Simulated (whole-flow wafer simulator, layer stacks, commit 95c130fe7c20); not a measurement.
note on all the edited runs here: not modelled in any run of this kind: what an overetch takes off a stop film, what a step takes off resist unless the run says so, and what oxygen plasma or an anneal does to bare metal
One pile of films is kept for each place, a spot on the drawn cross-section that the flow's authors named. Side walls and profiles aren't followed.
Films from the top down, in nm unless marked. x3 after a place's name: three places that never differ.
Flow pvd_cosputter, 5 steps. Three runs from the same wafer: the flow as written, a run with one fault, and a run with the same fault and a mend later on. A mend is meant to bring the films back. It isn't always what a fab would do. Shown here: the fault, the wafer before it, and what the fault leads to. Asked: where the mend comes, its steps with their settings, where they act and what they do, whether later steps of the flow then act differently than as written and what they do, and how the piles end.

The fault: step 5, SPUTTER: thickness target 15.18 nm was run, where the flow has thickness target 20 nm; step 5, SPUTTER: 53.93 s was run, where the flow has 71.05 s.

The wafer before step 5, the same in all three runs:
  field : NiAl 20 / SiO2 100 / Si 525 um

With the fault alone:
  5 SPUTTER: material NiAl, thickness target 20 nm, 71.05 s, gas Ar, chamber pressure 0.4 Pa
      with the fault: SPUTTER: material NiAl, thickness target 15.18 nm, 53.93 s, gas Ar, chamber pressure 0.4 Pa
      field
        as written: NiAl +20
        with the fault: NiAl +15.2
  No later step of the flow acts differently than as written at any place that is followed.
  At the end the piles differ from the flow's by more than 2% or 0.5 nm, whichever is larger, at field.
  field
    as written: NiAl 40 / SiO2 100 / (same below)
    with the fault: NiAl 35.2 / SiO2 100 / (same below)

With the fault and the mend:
  The mend comes after step 5.
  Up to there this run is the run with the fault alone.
  5a SPUTTER: material NiAl, thickness target 4.82 nm, 17.12 s, gas Ar, chamber pressure 0.4 Pa (the flow's step 5 once more, with other settings)
      field
        NiAl +4.82
  No later step of the flow acts differently than as written at any place that is followed.
  At the end the piles are the same as the flow's at every place that both follow.
